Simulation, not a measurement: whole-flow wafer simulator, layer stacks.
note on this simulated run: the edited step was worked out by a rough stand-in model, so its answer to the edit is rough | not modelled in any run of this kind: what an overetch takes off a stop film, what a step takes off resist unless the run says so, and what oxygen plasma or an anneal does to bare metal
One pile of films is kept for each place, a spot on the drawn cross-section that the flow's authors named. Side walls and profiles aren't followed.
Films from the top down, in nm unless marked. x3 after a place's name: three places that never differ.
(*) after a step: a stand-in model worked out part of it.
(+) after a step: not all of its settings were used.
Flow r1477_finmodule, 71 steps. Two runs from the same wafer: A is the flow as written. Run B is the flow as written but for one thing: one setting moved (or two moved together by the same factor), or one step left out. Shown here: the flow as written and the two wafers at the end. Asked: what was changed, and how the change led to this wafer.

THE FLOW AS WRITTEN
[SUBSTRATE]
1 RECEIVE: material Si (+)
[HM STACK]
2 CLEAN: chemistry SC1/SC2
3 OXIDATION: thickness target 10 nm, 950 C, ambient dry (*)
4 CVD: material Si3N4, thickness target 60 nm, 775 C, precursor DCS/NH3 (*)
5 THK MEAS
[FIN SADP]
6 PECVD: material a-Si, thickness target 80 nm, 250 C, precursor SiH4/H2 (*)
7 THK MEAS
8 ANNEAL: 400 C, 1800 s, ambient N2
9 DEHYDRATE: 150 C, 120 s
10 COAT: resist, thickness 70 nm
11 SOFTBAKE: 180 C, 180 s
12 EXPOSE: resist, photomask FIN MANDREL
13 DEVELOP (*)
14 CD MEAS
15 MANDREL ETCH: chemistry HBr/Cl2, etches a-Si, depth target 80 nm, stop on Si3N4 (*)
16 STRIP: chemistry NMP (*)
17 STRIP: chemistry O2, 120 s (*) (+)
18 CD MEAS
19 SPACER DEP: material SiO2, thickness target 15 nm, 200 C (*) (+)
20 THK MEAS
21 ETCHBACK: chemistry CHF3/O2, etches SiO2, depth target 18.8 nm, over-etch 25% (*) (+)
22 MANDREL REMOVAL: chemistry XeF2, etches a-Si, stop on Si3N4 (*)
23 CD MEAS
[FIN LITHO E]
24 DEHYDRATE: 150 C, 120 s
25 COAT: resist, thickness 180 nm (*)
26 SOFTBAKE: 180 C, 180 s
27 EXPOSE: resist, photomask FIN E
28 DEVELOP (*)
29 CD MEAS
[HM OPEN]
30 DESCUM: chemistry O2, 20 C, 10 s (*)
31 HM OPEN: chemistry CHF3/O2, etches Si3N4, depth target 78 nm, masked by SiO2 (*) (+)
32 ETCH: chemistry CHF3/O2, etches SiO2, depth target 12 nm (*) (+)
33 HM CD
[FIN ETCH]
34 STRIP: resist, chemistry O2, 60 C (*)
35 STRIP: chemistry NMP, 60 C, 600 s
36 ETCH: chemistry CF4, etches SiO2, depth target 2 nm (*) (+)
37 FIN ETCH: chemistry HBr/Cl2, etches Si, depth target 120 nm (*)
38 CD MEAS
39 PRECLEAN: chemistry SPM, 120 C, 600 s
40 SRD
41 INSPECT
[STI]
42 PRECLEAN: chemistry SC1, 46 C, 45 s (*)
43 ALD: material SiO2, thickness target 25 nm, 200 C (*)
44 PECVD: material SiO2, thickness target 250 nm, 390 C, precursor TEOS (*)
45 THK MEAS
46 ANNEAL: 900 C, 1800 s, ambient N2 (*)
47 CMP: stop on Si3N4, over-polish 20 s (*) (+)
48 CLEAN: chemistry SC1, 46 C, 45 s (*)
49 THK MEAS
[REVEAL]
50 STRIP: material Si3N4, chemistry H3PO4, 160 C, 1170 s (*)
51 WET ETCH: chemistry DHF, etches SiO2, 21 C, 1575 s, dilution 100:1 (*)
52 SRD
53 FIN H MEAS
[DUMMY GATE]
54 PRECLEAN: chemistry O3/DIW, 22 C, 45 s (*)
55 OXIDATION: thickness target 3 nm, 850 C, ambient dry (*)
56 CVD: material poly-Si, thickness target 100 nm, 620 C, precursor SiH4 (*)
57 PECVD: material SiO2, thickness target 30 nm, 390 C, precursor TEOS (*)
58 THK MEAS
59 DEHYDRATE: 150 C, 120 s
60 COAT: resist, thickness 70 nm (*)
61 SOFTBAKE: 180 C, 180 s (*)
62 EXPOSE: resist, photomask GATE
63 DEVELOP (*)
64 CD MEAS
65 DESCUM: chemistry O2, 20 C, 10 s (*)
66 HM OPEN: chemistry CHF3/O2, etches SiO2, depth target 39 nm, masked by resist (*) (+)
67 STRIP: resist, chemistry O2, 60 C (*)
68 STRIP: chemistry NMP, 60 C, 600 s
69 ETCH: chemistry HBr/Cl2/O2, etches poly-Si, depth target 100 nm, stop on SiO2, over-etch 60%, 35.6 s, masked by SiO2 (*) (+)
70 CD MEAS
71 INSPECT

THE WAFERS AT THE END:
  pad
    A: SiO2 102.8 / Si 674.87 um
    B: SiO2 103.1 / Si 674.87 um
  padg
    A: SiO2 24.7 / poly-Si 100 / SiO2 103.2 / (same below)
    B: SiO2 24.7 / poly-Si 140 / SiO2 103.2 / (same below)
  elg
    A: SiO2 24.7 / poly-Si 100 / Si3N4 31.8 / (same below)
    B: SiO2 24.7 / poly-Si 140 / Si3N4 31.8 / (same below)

The cause: step 56, CVD: thickness target 140 nm was run, where the flow has thickness target 100 nm.
It can be read off the wafer: padg has poly-Si 140, and step 56 as written asks for 100 nm.

How the change led to this, step by step:
  56 CVD: material poly-Si, thickness target 100 nm, 620 C, precursor SiH4 (*)
      pad, padg, elg and 26 more: A poly-Si +100 (new film) | B poly-Si +140 (new film)
      s40cg, s40co: A poly-Si +113.9 (new film) | B poly-Si +154.5 (new film)
      (and at 5 more places)
  67 STRIP: resist, chemistry O2, 60 C (*)
      s45cg: A resist -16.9 (all of it) | B resist -16.3 (all of it)
      s50cg: A resist -17.4 (all of it) | B resist -16.7 (all of it)
  69 ETCH: chemistry HBr/Cl2/O2, etches poly-Si, depth target 100 nm, stop on SiO2, over-etch 60%, 35.6 s, masked by SiO2 (*) (+)
      elo, e40lo, e100lo, e200lo: A chemical SiO2 -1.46 (all of it), poly-Si -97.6 (all of it), Si3N4 -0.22 | B chemical SiO2 -1.46 (all of it), poly-Si -137.6 (all of it)
      s40co: A chemical SiO2 -1.46 (all of it), poly-Si -111.5 (all of it), SiO2 -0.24 | B chemical SiO2 -1.46 (all of it), poly-Si -152.1 (all of it)
      (and at 13 more places)
